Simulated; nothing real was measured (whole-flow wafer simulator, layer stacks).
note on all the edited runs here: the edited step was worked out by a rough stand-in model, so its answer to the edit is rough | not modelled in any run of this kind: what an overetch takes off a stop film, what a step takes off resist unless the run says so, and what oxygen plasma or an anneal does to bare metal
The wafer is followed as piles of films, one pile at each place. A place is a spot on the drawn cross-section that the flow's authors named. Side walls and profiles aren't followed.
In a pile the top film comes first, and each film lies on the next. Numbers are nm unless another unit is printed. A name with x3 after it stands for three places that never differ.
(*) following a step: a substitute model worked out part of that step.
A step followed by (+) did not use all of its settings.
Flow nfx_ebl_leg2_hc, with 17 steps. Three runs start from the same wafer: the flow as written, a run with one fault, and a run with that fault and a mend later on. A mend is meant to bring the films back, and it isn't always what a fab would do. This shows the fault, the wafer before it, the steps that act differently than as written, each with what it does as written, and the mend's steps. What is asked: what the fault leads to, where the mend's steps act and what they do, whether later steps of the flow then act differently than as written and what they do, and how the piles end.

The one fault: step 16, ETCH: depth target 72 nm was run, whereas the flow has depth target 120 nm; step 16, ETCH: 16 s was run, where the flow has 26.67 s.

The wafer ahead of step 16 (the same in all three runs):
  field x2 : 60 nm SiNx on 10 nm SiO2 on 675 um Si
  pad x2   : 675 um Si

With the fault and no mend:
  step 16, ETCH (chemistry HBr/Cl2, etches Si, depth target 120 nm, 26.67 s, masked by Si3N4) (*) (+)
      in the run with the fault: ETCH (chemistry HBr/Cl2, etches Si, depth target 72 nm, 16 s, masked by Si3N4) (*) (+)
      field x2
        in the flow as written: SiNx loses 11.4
        in the run with the fault: SiNx loses 6.86
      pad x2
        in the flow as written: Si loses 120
        in the run with the fault: Si loses 72
  Later steps of the flow that are run all act as written at every place that is followed.
  The piles end different from the flow's at field x2 by more than 2% or 0.5 nm, whichever is larger.
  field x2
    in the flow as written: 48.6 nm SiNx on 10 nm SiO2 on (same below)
    in the run with the fault: 53.1 nm SiNx on 10 nm SiO2 on (same below)

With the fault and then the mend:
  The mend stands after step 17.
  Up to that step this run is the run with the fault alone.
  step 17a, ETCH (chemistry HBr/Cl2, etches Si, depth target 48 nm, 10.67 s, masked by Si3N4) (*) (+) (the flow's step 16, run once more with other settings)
      field x2
        SiNx loses 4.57
      pad x2
        Si loses 48
  Later steps of the flow that are run all act as written at every place that is followed.
  The piles end the same as the flow's at every place that both follow.
